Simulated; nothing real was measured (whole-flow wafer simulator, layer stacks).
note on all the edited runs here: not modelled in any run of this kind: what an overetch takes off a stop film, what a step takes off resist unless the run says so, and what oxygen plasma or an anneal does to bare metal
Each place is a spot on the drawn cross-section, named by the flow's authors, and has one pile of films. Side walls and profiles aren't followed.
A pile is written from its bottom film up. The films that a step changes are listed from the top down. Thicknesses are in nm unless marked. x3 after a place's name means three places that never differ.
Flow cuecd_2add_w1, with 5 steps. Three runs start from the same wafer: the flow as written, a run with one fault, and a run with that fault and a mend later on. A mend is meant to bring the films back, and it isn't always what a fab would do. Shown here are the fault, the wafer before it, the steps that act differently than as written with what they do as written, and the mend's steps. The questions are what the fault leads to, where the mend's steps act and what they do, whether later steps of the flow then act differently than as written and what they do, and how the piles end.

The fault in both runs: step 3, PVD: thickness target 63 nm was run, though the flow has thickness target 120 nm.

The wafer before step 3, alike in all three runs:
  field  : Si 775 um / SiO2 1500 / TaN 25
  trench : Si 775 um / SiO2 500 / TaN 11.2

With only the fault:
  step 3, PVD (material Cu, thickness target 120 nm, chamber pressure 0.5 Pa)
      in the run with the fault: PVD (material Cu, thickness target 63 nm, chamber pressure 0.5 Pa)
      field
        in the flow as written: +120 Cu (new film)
        in the run with the fault: +63 Cu (new film)
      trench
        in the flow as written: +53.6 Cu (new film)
        in the run with the fault: +28.6 Cu (new film)
  Every later step of the flow that is run acts as written, at every place that is followed, to within 2% or 0.5 nm, whichever is larger.
  By the end, the piles at field, trench depart from the flow's by more than 2% or 0.5 nm, whichever is larger.
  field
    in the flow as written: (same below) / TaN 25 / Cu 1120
    in the run with the fault: (same below) / TaN 25 / Cu 1063
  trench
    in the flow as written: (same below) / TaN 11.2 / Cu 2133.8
    in the run with the fault: (same below) / TaN 11.2 / Cu 2076.8

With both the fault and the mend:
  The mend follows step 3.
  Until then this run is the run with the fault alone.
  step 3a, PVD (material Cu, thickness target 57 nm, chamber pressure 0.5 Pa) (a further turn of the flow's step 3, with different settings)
      field
        +57 Cu
      trench
        +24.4 Cu
  Every later step of the flow that is run acts as written, at every place that is followed, to within 2% or 0.5 nm, whichever is larger.
  By the end, the piles equal the flow's at every place that both follow.
